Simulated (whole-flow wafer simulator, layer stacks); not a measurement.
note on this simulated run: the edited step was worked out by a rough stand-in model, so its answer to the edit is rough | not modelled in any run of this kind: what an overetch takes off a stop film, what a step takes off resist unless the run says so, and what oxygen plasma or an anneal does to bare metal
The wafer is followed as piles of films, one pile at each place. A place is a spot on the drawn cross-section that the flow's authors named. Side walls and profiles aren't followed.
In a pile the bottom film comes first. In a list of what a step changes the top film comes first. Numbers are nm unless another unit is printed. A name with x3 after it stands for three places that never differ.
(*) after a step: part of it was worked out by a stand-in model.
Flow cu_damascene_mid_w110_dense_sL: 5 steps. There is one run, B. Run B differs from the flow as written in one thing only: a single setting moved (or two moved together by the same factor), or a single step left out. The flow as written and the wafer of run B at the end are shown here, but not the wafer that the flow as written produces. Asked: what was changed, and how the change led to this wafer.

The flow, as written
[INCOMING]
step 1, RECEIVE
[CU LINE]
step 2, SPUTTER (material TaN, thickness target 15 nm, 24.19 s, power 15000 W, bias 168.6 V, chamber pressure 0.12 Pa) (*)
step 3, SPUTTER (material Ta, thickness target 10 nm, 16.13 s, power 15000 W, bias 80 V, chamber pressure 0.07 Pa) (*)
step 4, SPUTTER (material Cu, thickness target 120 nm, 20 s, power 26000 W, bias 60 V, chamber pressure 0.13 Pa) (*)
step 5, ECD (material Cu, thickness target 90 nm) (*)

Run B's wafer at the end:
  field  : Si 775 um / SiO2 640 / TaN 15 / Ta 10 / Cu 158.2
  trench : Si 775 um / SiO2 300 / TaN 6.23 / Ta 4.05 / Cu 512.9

Cause: step 5, ECD: thickness target 38.2 nm was run, whereas the flow has thickness target 90 nm.

The path from the change to this, step by step:
  step 5, ECD (material Cu, thickness target 90 nm) (*)
      field: +38.2 Cu (it would be, as written: +90 Cu)
      trench: +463 Cu (it would be, as written: +514.8 Cu)
